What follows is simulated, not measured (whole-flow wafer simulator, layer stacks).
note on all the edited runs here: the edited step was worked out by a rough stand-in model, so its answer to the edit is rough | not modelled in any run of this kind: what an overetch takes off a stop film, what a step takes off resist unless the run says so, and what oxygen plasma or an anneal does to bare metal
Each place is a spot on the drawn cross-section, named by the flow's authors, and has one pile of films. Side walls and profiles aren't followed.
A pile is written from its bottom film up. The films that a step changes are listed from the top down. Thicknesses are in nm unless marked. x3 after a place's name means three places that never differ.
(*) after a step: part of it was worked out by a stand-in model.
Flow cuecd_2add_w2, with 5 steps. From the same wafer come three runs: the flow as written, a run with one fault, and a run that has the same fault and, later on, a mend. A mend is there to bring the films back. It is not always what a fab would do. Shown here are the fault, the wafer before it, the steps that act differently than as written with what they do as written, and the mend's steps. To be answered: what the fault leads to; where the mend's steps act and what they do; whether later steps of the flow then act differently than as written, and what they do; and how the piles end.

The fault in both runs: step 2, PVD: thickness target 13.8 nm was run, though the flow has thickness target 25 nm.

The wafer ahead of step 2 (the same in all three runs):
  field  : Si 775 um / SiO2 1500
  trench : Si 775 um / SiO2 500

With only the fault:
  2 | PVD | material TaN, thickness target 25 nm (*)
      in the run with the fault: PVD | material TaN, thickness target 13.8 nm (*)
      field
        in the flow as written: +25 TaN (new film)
        in the run with the fault: +13.8 TaN (new film)
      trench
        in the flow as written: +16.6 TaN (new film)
        in the run with the fault: +9.16 TaN (new film)
  Later steps of the flow that are run all act as written at every place that is followed, up to a difference of at most 2% or 0.5 nm, whichever is larger.
  By the end, the piles at field, trench depart from the flow's by more than 2% or 0.5 nm, whichever is larger.
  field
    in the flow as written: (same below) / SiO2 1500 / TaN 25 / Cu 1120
    in the run with the fault: (same below) / SiO2 1500 / TaN 13.8 / Cu 1120
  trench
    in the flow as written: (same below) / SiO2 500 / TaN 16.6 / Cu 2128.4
    in the run with the fault: (same below) / SiO2 500 / TaN 9.16 / Cu 2124.6

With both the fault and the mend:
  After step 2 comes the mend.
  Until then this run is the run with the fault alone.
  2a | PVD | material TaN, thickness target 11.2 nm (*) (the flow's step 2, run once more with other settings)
      field
        +11.2 TaN
      trench
        +7.4 TaN
  Later steps of the flow that are run all act as written at every place that is followed.
  At every place that both follow, the piles at the end match the flow's.
